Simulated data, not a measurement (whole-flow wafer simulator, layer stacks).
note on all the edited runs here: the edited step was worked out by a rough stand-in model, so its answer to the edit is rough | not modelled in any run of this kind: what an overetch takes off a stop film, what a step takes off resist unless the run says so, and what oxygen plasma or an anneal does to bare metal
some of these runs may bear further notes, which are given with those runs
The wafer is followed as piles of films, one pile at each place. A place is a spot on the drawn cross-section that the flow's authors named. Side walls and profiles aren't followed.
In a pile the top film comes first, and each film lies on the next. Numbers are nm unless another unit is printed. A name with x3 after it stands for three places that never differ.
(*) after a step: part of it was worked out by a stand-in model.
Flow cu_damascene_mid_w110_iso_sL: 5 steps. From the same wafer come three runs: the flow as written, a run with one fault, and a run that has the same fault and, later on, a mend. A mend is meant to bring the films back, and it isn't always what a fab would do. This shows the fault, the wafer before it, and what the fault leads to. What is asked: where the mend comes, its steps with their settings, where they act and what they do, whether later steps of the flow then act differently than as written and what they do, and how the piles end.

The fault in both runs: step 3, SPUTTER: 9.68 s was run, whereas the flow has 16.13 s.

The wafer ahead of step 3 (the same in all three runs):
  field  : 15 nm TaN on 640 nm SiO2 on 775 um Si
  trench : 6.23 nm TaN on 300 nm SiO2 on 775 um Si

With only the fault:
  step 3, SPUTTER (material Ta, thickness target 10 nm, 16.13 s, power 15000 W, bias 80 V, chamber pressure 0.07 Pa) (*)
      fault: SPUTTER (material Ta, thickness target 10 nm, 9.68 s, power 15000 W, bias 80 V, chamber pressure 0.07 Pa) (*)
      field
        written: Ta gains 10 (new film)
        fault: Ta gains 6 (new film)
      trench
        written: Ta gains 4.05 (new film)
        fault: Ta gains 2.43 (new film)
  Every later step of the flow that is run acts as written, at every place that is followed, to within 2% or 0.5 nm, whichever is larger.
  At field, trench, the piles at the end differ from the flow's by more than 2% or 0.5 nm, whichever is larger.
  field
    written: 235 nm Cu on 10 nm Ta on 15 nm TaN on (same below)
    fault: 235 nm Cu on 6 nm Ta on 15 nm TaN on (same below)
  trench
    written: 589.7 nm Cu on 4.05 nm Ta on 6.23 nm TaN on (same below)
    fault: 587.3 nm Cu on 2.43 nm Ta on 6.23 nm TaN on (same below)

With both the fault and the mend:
  The mend stands after step 3.
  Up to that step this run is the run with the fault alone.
  step 3a, SPUTTER (material Ta, thickness target 10 nm, 6.45 s, power 15000 W, bias 80 V, chamber pressure 0.07 Pa) (*) (the flow's step 3, run once more with other settings)
      field
        Ta gains 4
      trench
        Ta gains 1.58
  Every later step of the flow that is run acts as written at every place that is followed.
  At the end the piles are close to the flow's at the places that both follow, differing by at most 2% or 0.5 nm, whichever is larger.
